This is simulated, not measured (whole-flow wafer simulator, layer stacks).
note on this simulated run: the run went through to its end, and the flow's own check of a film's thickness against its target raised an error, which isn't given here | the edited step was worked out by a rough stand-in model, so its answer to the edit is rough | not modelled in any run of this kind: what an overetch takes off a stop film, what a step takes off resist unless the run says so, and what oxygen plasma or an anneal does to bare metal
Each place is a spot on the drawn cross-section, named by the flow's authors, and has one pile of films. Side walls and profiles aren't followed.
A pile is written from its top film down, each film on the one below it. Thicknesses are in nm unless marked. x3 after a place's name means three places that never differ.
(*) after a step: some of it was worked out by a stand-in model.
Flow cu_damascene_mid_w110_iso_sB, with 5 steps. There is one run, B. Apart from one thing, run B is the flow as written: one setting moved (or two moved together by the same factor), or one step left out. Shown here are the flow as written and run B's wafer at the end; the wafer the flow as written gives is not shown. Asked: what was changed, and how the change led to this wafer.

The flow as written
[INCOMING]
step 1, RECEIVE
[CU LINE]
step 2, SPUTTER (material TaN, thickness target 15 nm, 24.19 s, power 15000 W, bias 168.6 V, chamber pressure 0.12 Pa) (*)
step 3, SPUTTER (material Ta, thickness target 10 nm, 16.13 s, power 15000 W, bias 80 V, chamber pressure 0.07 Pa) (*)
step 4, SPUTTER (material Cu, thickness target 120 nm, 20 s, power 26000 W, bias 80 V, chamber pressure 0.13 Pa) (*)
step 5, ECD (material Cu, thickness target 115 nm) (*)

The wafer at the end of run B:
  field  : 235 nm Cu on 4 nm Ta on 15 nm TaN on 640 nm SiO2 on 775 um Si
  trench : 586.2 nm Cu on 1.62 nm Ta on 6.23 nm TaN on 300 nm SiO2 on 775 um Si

The reason: step 3, SPUTTER: thickness target 4 nm was run, whereas the flow has thickness target 10 nm.
The wafer itself shows it: field has Ta 4, and step 3 as written asks for 10 nm.

How this came from the change, step by step:
  step 3, SPUTTER (material Ta, thickness target 10 nm, 16.13 s, power 15000 W, bias 80 V, chamber pressure 0.07 Pa) (*)
      field: Ta gains 4 (new film) (as written it would have been: Ta gains 10 (new film))
      trench: Ta gains 1.62 (new film) (as written it would have been: Ta gains 4.05 (new film))
